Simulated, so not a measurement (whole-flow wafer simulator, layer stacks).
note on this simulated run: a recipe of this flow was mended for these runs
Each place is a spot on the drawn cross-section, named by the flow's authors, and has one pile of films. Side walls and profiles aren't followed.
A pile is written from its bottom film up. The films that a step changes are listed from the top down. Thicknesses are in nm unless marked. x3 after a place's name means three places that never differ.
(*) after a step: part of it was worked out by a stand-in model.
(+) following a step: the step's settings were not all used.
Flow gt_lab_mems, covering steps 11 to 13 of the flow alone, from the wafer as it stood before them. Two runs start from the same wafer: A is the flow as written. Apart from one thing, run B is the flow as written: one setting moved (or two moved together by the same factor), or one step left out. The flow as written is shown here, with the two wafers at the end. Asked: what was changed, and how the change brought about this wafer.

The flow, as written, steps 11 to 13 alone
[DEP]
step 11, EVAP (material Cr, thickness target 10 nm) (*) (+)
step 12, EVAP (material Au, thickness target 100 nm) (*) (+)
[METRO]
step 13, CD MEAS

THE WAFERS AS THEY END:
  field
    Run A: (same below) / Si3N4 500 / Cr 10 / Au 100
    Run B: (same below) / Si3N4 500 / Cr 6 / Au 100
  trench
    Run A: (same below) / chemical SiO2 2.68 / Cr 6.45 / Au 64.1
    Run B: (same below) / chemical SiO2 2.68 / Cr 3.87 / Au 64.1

Cause: step 11, EVAP: thickness target 6 nm was run, though the flow has thickness target 10 nm.
One can read it off the wafer: field has Cr 6, and step 11 as written asks for 10 nm.

The path from the change to this, step by step:
  step 11, EVAP (material Cr, thickness target 10 nm) (*) (+)
      field: A Cr gains 10 (new film) | B Cr gains 6 (new film)
      trench: A Cr gains 6.45 (new film) | B Cr gains 3.87 (new film)
